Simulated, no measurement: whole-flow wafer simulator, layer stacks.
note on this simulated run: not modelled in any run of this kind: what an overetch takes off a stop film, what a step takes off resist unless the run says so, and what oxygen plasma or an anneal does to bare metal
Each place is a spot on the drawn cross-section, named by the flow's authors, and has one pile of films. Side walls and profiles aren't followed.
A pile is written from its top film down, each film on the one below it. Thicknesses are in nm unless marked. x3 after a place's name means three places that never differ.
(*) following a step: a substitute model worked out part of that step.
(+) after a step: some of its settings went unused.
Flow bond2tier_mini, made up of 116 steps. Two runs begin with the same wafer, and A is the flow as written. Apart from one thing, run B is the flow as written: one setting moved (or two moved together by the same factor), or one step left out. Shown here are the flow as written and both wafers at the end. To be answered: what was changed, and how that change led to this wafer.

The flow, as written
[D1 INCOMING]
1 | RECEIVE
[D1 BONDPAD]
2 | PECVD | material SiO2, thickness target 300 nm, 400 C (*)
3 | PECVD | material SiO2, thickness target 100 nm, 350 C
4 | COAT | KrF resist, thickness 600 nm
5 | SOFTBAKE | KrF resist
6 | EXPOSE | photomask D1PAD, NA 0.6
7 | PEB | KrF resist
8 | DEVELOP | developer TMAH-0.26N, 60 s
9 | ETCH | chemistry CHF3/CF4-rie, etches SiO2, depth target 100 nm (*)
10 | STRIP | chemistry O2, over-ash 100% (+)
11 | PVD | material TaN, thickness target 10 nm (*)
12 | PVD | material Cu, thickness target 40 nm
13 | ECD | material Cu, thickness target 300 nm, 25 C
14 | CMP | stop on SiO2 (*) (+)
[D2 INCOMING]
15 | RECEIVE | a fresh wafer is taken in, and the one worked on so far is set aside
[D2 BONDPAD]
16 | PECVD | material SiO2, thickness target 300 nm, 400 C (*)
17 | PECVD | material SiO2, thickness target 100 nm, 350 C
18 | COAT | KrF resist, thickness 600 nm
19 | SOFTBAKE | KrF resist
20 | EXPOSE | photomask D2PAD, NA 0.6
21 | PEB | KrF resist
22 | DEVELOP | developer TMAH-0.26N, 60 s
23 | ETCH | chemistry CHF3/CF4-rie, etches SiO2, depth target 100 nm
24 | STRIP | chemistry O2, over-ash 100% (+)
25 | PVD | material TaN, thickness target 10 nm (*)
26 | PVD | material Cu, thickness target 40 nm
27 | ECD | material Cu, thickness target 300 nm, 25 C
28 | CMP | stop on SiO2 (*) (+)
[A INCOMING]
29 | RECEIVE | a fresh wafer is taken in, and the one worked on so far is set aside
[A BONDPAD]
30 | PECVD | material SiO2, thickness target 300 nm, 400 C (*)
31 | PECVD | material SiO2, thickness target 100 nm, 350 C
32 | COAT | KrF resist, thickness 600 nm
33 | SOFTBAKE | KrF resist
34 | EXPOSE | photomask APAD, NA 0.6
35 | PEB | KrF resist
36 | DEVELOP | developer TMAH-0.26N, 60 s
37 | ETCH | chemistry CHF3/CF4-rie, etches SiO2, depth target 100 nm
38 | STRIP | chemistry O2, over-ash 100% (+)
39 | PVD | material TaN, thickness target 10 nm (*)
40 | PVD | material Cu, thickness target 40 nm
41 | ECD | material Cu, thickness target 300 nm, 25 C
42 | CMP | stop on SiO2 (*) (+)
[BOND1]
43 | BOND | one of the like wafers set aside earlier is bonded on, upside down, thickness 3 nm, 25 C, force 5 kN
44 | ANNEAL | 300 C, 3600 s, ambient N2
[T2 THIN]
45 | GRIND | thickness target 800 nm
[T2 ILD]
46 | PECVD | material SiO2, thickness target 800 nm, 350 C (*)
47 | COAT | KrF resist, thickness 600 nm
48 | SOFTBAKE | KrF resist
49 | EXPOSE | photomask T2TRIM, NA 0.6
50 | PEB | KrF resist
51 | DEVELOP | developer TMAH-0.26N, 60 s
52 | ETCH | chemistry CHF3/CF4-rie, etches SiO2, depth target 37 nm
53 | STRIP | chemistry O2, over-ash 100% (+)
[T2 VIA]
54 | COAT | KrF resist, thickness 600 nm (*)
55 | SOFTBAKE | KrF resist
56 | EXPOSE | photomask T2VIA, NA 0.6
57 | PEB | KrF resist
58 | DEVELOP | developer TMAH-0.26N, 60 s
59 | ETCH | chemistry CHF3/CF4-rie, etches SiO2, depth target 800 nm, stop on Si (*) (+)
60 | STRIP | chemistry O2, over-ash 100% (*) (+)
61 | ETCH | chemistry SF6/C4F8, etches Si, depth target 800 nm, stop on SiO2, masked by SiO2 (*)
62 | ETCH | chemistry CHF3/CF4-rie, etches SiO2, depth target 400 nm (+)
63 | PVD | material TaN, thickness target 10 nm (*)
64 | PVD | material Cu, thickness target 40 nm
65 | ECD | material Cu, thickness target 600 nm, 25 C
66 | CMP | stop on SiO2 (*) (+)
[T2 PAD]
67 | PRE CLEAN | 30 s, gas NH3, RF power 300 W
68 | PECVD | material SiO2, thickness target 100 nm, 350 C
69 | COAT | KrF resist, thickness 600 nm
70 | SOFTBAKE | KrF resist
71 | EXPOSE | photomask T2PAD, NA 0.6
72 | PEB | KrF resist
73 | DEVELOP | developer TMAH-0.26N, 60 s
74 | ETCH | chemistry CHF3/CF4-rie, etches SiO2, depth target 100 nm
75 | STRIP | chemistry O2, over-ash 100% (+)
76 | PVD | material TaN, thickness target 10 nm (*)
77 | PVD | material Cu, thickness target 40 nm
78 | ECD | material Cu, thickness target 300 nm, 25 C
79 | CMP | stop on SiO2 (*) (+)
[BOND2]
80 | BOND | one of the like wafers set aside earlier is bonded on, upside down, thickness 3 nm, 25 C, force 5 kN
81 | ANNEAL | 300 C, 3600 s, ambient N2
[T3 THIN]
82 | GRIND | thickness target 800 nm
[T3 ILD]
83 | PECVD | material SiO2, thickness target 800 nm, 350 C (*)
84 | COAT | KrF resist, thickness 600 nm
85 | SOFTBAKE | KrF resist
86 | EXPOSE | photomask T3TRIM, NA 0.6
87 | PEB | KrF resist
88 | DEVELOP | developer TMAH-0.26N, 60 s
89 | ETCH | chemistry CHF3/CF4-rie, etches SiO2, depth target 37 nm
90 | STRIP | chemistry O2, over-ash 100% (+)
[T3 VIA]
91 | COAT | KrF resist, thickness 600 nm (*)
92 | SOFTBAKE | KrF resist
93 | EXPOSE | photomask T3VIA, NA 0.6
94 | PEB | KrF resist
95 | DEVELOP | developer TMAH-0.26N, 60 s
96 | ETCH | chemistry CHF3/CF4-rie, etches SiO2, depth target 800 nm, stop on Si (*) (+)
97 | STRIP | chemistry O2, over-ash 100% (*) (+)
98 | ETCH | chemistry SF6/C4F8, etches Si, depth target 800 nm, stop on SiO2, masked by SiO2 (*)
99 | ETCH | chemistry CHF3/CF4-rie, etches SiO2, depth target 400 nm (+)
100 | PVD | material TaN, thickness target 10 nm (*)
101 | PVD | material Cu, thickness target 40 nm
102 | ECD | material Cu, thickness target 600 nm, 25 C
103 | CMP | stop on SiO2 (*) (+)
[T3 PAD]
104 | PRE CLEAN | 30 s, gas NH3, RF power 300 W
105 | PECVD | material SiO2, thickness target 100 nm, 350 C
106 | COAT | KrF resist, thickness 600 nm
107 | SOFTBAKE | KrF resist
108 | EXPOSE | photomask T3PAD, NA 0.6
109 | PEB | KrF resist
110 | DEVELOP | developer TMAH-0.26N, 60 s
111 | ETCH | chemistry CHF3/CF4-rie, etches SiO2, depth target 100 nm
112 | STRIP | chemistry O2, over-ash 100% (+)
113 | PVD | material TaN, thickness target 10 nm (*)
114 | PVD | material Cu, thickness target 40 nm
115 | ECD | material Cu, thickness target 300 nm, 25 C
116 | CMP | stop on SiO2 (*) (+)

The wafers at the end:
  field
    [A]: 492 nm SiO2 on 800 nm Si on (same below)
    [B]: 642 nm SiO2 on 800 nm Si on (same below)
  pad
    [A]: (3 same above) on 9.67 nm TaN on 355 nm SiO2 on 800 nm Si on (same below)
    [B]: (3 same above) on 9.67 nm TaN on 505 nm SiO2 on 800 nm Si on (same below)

The reason: step 99, ETCH: depth target 250 nm was run, while the flow as written has depth target 400 nm.

How this came from the change, step by step:
  99 | ETCH | chemistry CHF3/CF4-rie, etches SiO2, depth target 400 nm (+)
      field, pad: A SiO2 loses 400 | B SiO2 loses 250
